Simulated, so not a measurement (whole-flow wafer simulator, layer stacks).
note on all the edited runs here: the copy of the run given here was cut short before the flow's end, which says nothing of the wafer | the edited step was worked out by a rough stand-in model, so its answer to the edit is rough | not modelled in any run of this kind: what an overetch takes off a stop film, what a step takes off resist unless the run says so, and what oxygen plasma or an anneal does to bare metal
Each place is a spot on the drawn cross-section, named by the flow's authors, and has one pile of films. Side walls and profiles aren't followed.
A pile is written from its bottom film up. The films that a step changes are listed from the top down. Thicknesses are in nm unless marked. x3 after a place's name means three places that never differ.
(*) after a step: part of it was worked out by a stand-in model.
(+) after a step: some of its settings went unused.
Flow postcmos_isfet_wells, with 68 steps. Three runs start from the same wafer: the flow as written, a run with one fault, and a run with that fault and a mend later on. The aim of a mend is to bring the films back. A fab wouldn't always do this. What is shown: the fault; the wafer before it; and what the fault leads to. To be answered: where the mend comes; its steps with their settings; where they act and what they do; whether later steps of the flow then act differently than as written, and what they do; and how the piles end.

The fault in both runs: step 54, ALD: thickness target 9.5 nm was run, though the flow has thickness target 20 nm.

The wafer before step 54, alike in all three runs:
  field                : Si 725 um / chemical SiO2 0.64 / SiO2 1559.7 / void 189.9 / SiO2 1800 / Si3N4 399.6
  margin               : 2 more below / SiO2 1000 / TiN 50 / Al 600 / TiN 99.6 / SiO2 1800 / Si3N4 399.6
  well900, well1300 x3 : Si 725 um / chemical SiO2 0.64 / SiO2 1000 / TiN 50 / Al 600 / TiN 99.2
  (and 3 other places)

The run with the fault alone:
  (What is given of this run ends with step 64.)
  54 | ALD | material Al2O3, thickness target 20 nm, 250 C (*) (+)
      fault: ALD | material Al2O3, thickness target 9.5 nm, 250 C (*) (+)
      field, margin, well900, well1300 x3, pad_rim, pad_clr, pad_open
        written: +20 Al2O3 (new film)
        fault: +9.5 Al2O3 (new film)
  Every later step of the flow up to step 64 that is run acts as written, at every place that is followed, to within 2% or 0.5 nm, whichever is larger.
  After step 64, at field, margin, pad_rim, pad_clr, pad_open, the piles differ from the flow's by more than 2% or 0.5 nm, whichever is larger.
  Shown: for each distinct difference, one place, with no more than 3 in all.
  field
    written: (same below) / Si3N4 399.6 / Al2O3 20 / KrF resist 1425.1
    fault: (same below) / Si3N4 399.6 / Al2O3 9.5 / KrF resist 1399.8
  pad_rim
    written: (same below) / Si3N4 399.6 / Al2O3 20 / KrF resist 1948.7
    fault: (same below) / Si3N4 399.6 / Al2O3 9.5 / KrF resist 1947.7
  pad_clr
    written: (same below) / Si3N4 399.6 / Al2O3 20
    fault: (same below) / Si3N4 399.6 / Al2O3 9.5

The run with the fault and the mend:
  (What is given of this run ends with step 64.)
  The mend follows step 54.
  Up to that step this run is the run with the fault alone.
  54a | ALD | material Al2O3, thickness target 10.5 nm, 250 C (*) (+) (a further turn of the flow's step 54, with different settings)
      field, margin, well900, well1300 x3, pad_rim, pad_clr, pad_open
        +10.5 Al2O3
  Every later step of the flow up to step 64 that is run acts as written at every place that is followed.
  The piles after step 64 are the same as the flow's at every place that both follow.
